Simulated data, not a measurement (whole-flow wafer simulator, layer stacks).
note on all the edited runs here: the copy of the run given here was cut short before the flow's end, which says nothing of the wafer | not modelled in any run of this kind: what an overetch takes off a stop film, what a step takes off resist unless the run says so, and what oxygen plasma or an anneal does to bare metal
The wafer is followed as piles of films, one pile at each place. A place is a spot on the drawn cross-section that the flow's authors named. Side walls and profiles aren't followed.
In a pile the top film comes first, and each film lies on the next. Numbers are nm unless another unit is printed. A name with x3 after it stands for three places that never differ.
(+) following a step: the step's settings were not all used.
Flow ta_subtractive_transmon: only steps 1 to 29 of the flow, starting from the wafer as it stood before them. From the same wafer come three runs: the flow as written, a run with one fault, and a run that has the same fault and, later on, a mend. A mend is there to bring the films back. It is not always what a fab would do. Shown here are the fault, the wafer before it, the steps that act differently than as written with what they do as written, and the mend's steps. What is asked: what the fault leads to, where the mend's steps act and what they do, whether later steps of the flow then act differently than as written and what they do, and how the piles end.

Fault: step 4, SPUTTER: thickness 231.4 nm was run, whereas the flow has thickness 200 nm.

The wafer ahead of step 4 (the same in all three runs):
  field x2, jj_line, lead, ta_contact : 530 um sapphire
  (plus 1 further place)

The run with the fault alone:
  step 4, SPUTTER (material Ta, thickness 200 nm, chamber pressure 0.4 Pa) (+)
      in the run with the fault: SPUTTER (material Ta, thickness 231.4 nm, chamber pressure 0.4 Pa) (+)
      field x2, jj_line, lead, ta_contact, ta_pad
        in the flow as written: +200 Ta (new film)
        in the run with the fault: +231.4 Ta (new film)
  Later steps of the flow acting differently than as written (3 other steps are not shown; they differ only slightly, by no more than 2% or 0.5 nm, whichever is larger):
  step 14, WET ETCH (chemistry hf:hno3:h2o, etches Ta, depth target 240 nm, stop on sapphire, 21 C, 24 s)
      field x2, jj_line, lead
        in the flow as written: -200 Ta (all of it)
        in the run with the fault: -231.4 Ta (all of it)
  By the end, the piles at ta_contact, ta_pad depart from the flow's by more than 2% or 0.5 nm, whichever is larger.
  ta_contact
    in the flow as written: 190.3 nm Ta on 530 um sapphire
    in the run with the fault: 221.7 nm Ta on 530 um sapphire
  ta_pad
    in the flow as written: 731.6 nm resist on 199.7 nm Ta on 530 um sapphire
    in the run with the fault: 727.2 nm resist on 231.1 nm Ta on 530 um sapphire

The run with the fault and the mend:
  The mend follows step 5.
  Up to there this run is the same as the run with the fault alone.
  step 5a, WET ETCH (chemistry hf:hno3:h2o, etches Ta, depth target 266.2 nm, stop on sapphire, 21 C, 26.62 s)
      field x2, jj_line, lead, ta_contact, ta_pad
        -231.4 Ta (all of it)
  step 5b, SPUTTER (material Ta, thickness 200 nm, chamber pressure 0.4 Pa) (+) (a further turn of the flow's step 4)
      field x2, jj_line, lead, ta_contact, ta_pad
        +200 Ta (new film)
  None of the later steps of the flow acts differently than as written at any place that is followed.
  By the end, the piles equal the flow's at every place that both follow.
